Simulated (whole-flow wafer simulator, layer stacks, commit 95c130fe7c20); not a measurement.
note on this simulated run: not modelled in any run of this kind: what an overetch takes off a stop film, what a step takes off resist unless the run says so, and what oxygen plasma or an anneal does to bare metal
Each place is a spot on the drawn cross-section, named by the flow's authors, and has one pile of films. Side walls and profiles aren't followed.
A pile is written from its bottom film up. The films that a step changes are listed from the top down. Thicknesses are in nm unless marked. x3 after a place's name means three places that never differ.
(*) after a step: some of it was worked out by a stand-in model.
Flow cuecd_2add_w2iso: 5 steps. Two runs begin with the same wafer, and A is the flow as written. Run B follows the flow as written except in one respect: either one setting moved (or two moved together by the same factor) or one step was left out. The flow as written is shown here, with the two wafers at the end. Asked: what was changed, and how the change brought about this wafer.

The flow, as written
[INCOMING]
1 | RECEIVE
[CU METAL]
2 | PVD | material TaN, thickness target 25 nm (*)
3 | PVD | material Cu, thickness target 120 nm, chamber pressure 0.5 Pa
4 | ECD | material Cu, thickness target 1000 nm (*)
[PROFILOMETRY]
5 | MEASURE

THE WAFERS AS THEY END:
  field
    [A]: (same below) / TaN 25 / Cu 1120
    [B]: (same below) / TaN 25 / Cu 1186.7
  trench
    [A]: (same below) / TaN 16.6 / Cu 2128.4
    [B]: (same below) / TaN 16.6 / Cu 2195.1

Cause: step 3, PVD: thickness target 186.7 nm was run, whereas the flow has thickness target 120 nm.

Step by step, how the change led to this:
  3 | PVD | material Cu, thickness target 120 nm, chamber pressure 0.5 Pa
      field: A +120 Cu (new film) | B +186.7 Cu (new film)
      trench: A +80.8 Cu (new film) | B +125.3 Cu (new film)
